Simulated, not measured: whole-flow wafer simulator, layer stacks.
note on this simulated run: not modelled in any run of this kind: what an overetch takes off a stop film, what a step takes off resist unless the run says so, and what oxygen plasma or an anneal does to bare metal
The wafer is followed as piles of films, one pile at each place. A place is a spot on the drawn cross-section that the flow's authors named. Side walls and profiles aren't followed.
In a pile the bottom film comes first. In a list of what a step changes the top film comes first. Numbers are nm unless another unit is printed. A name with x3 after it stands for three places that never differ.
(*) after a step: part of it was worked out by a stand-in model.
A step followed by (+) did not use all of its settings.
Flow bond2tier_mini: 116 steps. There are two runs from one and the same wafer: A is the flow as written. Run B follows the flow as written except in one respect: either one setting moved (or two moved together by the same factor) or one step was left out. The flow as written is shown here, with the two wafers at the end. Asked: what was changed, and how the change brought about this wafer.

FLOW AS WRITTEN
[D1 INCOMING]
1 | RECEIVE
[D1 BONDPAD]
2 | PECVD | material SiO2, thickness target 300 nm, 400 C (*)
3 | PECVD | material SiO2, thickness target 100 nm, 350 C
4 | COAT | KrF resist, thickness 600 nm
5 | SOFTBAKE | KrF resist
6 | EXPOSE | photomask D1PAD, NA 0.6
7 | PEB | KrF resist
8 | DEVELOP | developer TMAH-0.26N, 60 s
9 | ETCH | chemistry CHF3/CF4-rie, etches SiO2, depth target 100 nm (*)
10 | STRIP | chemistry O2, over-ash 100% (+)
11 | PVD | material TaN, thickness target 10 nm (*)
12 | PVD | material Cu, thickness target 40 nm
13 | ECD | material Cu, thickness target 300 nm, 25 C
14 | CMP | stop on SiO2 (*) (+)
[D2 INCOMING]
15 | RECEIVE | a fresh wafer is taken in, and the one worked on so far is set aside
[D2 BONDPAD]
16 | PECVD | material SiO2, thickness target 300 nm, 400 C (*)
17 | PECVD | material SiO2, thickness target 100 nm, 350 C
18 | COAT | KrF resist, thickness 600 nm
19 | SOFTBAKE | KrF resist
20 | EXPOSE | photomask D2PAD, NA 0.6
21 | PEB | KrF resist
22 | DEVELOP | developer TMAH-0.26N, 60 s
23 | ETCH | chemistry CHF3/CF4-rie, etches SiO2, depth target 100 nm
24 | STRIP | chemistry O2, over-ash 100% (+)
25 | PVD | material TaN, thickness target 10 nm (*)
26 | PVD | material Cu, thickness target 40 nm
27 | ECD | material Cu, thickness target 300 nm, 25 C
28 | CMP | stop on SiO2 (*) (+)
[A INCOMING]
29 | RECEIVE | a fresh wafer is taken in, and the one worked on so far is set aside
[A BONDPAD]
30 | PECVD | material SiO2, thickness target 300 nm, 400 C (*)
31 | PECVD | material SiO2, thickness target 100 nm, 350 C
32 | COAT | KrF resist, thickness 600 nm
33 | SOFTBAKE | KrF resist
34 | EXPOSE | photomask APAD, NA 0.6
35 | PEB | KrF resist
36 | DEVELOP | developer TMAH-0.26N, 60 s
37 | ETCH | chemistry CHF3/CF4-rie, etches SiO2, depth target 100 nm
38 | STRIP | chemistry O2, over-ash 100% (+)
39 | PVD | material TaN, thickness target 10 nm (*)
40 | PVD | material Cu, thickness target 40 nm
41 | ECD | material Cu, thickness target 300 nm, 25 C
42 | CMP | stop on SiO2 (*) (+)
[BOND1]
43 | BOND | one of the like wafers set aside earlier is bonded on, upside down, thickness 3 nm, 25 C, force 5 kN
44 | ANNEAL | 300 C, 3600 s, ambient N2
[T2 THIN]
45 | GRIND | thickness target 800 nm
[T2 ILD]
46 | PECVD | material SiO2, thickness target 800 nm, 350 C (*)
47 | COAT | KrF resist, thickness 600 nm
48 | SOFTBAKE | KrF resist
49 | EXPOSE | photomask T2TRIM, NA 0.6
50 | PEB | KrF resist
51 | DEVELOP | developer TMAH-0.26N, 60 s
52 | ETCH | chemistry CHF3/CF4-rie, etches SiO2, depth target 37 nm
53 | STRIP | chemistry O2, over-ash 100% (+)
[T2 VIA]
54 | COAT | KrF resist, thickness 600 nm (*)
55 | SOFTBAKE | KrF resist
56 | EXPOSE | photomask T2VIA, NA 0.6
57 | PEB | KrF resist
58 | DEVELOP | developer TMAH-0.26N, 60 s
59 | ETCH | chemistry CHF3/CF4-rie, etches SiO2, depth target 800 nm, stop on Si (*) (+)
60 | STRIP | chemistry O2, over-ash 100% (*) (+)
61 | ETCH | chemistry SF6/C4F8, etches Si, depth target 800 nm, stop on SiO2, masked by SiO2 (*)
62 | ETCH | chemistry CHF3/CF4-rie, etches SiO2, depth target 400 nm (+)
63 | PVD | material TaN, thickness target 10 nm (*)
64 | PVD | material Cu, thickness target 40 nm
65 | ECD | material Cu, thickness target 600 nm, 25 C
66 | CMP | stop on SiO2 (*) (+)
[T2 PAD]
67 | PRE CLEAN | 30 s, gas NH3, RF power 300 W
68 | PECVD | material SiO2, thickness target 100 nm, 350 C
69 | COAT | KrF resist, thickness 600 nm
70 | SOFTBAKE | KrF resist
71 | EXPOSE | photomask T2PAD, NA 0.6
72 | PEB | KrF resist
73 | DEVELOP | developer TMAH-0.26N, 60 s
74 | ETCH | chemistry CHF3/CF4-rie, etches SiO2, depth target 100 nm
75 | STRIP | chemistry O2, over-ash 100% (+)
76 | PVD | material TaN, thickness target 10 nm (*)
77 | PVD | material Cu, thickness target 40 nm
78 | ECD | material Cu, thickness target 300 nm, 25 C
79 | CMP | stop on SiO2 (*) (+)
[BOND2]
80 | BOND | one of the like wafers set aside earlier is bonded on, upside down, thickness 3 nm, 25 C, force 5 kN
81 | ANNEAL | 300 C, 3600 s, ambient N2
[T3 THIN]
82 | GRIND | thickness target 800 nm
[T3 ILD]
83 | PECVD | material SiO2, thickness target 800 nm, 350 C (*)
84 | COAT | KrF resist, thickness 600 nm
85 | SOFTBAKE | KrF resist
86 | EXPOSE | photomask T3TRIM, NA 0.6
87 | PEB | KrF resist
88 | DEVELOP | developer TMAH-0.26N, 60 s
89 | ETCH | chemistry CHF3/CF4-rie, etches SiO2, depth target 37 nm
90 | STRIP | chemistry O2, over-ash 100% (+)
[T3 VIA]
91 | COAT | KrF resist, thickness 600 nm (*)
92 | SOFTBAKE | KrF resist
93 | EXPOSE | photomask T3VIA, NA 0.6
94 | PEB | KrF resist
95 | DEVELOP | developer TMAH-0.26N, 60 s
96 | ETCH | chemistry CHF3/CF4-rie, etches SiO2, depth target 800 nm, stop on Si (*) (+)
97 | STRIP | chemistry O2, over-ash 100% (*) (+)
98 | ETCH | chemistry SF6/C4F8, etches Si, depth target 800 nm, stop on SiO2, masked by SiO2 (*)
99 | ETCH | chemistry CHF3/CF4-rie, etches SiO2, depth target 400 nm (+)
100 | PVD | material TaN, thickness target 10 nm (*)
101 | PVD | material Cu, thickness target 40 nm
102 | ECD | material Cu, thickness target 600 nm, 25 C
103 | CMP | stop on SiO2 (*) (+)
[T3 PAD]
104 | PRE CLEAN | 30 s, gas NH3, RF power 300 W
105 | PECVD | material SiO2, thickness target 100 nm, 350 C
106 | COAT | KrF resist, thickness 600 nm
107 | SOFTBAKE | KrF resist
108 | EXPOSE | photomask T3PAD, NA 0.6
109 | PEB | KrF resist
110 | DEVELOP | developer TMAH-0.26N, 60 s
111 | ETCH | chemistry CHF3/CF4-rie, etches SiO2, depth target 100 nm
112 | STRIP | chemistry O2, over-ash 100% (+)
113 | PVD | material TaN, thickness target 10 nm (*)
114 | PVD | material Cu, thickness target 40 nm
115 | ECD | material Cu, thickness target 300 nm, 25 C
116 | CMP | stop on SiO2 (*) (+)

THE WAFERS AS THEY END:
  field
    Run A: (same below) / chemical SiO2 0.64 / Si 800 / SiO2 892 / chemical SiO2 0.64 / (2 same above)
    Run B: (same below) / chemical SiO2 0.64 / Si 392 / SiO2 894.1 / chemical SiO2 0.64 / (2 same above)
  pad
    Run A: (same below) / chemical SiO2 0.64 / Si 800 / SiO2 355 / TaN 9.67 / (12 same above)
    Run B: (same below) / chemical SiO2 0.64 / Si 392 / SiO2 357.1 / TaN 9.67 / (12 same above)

Cause: step 45, GRIND: thickness target 392 nm was run, though the flow has thickness target 800 nm.
The wafer lets one read it off: field has Si 392, and step 45 as written asks for 800 nm.

Step by step, how the change led to this:
  45 | GRIND | thickness target 800 nm
      field, pad, via: A -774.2 um Si | B -774.61 um Si
  61 | ETCH | chemistry SF6/C4F8, etches Si, depth target 800 nm, stop on SiO2, masked by SiO2 (*)
      field, pad: A -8 SiO2 | B -5.88 SiO2
